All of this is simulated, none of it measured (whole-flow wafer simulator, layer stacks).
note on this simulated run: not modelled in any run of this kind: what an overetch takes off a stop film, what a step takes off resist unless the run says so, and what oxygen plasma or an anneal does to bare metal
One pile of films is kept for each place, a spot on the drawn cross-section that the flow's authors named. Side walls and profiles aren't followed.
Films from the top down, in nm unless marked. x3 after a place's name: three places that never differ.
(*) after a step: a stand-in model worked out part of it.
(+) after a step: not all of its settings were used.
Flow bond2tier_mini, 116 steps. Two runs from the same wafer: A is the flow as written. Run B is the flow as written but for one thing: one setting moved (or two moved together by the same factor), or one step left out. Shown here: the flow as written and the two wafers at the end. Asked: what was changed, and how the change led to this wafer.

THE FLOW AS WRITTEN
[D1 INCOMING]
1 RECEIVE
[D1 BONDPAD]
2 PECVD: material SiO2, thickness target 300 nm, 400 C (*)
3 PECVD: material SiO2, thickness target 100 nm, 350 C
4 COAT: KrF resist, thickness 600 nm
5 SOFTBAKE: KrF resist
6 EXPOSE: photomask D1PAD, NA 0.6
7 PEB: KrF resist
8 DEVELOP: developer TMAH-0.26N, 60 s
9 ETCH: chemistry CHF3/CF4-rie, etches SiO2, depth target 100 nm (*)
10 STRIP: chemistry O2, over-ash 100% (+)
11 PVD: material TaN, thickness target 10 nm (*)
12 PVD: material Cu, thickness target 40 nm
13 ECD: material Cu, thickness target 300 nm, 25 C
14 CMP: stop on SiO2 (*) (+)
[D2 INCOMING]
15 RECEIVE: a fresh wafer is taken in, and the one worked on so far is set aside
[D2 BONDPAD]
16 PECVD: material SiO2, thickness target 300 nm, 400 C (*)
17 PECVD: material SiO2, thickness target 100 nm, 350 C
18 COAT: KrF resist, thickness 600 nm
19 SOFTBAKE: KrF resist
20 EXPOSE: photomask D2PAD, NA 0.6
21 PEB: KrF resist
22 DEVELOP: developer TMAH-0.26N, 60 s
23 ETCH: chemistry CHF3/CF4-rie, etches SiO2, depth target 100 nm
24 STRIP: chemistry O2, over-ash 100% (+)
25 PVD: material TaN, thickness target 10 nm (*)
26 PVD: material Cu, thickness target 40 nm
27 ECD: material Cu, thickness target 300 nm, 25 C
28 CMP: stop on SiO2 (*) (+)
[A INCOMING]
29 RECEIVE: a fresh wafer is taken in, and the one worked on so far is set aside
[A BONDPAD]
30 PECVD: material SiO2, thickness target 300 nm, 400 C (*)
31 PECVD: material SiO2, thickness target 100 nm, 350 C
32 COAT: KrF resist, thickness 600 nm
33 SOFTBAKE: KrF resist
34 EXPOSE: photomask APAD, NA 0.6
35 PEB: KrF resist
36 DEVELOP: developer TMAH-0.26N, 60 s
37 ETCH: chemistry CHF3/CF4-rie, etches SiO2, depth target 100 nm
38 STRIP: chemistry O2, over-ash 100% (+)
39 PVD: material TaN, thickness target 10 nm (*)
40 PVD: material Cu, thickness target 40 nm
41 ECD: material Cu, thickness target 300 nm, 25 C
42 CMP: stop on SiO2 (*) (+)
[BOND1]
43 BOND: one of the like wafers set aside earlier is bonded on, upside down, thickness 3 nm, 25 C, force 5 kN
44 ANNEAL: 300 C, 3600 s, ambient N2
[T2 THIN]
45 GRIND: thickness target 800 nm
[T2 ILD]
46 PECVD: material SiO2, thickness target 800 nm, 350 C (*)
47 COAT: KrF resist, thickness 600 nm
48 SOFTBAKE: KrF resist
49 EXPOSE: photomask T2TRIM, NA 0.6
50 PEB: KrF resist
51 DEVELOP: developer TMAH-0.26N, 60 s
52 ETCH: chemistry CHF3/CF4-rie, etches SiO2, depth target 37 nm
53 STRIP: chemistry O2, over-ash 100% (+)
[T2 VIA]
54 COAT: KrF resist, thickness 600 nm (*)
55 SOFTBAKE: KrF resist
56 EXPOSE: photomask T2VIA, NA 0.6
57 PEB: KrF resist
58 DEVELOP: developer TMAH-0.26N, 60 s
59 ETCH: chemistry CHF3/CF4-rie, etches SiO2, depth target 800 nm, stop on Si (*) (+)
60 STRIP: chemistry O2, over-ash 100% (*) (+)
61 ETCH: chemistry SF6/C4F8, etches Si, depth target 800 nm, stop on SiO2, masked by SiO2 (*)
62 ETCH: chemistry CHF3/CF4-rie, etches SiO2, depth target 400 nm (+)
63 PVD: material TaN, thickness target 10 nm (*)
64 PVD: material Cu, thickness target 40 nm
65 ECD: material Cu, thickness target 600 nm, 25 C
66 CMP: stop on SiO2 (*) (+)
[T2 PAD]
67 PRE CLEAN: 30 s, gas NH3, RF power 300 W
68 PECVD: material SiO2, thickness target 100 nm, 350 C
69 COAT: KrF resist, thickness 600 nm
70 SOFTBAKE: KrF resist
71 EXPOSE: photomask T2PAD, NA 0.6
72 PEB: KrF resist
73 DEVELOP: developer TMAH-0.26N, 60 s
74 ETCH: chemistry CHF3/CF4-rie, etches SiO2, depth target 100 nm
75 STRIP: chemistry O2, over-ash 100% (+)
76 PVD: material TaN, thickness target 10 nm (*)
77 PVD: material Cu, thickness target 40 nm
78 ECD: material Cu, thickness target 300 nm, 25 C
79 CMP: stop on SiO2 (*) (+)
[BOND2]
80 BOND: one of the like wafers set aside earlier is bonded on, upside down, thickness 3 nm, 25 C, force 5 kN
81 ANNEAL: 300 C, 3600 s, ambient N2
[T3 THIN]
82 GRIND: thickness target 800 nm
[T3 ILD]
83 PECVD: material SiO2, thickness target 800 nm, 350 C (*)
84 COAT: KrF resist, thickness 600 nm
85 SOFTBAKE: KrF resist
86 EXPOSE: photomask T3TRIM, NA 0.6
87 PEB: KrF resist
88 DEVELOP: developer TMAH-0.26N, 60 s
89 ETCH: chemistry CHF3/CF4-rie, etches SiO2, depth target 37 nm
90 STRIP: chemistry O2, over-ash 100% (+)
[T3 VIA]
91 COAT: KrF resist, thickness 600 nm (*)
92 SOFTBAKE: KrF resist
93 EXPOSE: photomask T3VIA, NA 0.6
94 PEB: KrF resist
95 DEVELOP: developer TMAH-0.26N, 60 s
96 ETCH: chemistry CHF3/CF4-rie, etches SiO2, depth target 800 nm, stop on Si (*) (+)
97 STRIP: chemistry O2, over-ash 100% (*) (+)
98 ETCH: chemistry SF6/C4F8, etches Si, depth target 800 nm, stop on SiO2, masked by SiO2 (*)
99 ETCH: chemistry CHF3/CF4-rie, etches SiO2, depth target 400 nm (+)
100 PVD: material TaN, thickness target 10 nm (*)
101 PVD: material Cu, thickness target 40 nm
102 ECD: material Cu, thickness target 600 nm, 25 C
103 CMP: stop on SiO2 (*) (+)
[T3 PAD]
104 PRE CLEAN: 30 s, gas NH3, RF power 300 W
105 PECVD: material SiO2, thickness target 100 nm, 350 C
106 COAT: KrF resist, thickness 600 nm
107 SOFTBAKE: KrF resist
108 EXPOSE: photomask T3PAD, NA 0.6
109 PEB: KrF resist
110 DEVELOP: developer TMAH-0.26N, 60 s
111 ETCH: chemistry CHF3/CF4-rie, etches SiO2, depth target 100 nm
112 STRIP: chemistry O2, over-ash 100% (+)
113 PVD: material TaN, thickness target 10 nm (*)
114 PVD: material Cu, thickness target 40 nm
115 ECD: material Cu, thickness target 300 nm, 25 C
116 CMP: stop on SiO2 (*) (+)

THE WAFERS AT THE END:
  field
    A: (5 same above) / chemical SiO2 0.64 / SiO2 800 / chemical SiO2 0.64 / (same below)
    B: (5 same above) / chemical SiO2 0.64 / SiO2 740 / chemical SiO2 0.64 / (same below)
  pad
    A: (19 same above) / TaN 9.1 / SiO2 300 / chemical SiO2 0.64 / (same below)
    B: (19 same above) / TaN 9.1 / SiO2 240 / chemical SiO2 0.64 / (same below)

The cause: step 31, PECVD: thickness target 40 nm was run, where the flow has thickness target 100 nm.

How the change led to this, step by step:
  31 PECVD: material SiO2, thickness target 100 nm, 350 C
      field, pad, via: A SiO2 +100 | B SiO2 +40
